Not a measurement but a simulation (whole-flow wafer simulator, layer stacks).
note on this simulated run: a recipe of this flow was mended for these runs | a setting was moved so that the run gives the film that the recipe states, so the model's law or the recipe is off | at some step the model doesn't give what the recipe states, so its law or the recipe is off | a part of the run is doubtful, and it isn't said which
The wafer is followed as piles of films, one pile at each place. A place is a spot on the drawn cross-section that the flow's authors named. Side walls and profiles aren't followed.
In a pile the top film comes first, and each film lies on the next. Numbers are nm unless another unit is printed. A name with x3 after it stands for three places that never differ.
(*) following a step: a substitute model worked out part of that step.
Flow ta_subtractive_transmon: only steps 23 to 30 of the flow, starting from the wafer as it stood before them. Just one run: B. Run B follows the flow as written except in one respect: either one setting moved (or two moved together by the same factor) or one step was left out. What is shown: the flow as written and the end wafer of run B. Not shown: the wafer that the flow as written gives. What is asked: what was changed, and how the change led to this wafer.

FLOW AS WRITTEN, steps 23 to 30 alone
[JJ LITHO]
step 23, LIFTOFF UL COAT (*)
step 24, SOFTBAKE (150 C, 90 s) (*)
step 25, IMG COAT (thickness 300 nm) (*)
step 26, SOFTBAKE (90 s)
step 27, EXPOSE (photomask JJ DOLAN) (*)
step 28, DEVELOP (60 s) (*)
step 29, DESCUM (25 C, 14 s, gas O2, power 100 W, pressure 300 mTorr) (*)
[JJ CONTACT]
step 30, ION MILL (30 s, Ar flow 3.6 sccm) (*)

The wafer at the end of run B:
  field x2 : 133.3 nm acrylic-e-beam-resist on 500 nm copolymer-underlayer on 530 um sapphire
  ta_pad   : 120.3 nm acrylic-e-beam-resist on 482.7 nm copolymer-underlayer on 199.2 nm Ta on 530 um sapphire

The reason: step 25, IMG COAT: thickness 165 nm was run, whereas the flow has thickness 300 nm.

How this came from the change, step by step:
  step 25, IMG COAT (thickness 300 nm) (*)
      field x2, jj_line: +165 acrylic-e-beam-resist (new film) (it would be, as written: +300 acrylic-e-beam-resist (new film))
      lead: +173.6 acrylic-e-beam-resist (new film) (it would be, as written: +312.5 acrylic-e-beam-resist (new film))
      (as well as at 2 more places)
  step 28, DEVELOP (60 s) (*)
      jj_line: -165 acrylic-e-beam-resist (all of it), -500 copolymer-underlayer (all of it) (it would be, as written: -300 acrylic-e-beam-resist (all of it), -500 copolymer-underlayer (all of it))
      lead: -173.6 acrylic-e-beam-resist (all of it), -554.7 copolymer-underlayer (all of it) (it would be, as written: -312.5 acrylic-e-beam-resist (all of it), -554.7 copolymer-underlayer (all of it))
      (as well as at 1 more place)
